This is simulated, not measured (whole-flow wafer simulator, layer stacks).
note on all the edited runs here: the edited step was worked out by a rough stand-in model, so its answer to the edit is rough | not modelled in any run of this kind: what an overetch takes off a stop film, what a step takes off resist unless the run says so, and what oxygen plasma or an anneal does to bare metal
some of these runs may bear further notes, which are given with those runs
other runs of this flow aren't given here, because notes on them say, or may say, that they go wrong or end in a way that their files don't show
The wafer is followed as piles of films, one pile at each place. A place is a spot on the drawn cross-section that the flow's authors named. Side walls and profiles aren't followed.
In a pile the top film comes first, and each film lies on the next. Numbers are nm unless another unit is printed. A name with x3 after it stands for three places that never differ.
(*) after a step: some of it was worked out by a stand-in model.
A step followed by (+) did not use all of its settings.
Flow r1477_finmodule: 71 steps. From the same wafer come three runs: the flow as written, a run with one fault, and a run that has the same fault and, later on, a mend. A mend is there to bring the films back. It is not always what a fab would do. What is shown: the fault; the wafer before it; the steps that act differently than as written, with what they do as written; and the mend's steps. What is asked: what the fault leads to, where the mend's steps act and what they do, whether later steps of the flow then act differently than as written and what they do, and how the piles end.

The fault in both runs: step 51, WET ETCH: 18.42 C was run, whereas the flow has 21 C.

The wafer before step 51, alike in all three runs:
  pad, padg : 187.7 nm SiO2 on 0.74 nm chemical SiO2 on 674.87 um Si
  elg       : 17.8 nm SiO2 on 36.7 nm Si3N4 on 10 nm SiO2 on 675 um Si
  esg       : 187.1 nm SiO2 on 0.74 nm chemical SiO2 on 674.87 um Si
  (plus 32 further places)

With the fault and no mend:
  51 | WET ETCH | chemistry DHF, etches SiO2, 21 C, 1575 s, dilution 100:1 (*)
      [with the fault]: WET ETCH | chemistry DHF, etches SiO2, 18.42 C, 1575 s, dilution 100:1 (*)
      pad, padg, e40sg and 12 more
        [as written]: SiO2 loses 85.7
        [with the fault]: SiO2 loses 77.1
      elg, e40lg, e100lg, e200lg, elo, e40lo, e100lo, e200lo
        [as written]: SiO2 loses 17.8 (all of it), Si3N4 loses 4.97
        [with the fault]: SiO2 loses 17.8 (all of it), Si3N4 loses 4.03
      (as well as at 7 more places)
  Later steps of the flow acting differently than as written (not shown: 1 more step that differs only slightly, by at most 2% or 0.5 nm, whichever is larger):
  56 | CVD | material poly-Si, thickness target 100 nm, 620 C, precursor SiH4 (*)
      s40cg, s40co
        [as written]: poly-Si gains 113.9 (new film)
        [with the fault]: poly-Si gains 106 (new film)
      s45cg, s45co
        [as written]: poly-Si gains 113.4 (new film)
        [with the fault]: poly-Si gains 105.4 (new film)
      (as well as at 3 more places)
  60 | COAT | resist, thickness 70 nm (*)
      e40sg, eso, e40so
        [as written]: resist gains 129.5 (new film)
        [with the fault]: resist gains 122.2 (new film)
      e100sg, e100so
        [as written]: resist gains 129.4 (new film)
        [with the fault]: resist gains 122.1 (new film)
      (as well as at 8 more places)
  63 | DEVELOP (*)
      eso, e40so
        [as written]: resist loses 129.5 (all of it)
        [with the fault]: resist loses 122.2 (all of it)
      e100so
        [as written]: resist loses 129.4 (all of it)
        [with the fault]: resist loses 122.1 (all of it)
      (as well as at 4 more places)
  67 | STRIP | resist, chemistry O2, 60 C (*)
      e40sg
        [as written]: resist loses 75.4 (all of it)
        [with the fault]: resist loses 68.1 (all of it)
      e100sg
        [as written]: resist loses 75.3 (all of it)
        [with the fault]: resist loses 68 (all of it)
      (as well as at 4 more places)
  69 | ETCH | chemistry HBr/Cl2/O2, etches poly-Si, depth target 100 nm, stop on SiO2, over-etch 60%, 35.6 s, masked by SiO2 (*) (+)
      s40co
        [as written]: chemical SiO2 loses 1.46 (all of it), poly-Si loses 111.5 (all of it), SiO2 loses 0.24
        [with the fault]: chemical SiO2 loses 1.42 (all of it), poly-Si loses 103.5 (all of it), SiO2 loses 0.28
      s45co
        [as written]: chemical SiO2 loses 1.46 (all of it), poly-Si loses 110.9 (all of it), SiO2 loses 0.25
        [with the fault]: chemical SiO2 loses 1.42 (all of it), poly-Si loses 103 (all of it), SiO2 loses 0.29
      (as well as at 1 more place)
  The piles end different from the flow's at pad, padg, elg and 27 more by more than 2% or 0.5 nm, whichever is larger.
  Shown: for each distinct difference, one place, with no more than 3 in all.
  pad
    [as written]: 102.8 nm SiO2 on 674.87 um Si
    [with the fault]: 111.4 nm SiO2 on 674.87 um Si
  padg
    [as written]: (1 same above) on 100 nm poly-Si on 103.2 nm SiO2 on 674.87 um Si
    [with the fault]: (1 same above) on 100 nm poly-Si on 111.9 nm SiO2 on 674.87 um Si
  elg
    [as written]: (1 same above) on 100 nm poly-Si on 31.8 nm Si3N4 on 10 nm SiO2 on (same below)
    [with the fault]: (1 same above) on 100 nm poly-Si on 32.7 nm Si3N4 on 10 nm SiO2 on (same below)

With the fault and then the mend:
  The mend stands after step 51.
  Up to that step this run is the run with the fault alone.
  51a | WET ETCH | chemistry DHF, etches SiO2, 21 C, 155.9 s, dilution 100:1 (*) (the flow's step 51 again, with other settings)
      pad, padg, e40sg and 12 more
        SiO2 loses 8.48
      elg, e40lg, e100lg, e200lg, elo, e40lo, e100lo, e200lo
        Si3N4 loses 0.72
      esg, s40cg, s45cg, s50cg, s40co, s45co, s50co
        SiO2 loses 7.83
  Later steps of the flow that are run all act as written at every place that is followed, up to a difference of at most 2% or 0.5 nm, whichever is larger.
  The piles end only slightly different from the flow's at the places that both follow, by no more than 2% or 0.5 nm, whichever is larger.
